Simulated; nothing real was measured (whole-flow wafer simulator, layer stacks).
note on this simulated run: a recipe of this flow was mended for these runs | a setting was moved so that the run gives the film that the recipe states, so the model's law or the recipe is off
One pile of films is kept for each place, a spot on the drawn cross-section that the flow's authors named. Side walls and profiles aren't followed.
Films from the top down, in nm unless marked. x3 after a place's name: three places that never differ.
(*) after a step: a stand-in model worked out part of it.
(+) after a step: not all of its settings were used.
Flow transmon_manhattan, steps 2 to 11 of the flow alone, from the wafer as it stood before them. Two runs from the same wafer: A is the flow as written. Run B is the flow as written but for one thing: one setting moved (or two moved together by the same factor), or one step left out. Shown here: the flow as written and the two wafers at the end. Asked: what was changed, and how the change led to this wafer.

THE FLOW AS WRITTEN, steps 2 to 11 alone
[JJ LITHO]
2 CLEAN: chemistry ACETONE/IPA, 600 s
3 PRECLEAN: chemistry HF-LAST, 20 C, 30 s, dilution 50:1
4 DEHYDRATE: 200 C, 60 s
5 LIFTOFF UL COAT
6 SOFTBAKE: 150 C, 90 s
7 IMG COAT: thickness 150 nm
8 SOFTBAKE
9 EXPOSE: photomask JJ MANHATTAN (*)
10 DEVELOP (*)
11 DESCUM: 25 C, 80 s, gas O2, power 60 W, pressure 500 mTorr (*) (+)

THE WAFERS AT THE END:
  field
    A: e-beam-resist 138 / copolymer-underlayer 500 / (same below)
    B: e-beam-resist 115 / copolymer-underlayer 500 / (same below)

The cause: step 7, IMG COAT: thickness 127 nm was run, where the flow has thickness 150 nm.

How the change led to this, step by step:
  7 IMG COAT: thickness 150 nm
      field, chan_a x2: A e-beam-resist +150 (new film) | B e-beam-resist +127 (new film)
  10 DEVELOP (*)
      chan_a x2: A e-beam-resist -150 (all of it), copolymer-underlayer -500 (all of it) | B e-beam-resist -127 (all of it), copolymer-underlayer -500 (all of it)
